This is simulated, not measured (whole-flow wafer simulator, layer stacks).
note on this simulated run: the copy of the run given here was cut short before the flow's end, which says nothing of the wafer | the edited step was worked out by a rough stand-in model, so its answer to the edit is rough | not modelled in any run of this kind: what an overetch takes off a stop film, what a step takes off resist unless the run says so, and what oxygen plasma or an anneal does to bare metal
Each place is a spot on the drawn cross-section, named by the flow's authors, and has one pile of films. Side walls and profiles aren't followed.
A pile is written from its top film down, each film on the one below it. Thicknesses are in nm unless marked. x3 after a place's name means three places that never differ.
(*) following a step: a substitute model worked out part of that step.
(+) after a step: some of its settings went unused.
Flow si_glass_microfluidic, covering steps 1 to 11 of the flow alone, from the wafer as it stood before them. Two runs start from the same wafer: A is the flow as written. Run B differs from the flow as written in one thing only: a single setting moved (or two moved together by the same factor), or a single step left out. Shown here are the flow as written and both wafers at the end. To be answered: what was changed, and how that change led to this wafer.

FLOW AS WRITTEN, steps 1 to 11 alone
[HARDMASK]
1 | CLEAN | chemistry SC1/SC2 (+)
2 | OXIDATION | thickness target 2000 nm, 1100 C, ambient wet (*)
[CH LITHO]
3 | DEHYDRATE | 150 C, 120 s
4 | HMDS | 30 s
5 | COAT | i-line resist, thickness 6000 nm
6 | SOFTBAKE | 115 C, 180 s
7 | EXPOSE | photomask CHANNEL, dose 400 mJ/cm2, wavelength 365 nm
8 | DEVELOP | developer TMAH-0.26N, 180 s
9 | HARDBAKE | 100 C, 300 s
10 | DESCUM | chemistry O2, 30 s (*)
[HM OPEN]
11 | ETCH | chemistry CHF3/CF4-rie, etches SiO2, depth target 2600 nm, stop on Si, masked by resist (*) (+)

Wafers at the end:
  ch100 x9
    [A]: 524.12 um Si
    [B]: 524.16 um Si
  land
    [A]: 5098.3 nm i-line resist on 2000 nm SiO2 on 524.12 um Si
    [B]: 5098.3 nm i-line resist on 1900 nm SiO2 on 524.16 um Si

Cause: step 2, OXIDATION: thickness target 1900 nm was run, whereas the flow has thickness target 2000 nm.
The wafer itself shows it: land has SiO2 1900, and step 2 as written asks for 2000 nm.

How this came from the change, step by step:
  2 | OXIDATION | thickness target 2000 nm, 1100 C, ambient wet (*)
      land, ch100 x9: A SiO2 gains 2000 (new film), chemical SiO2 loses 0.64 (all of it), Si loses 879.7 | B SiO2 gains 1900 (new film), chemical SiO2 loses 0.64 (all of it), Si loses 835.7
  11 | ETCH | chemistry CHF3/CF4-rie, etches SiO2, depth target 2600 nm, stop on Si, masked by resist (*) (+)
      ch100 x9: A SiO2 loses 2000 (all of it) | B SiO2 loses 1900 (all of it)
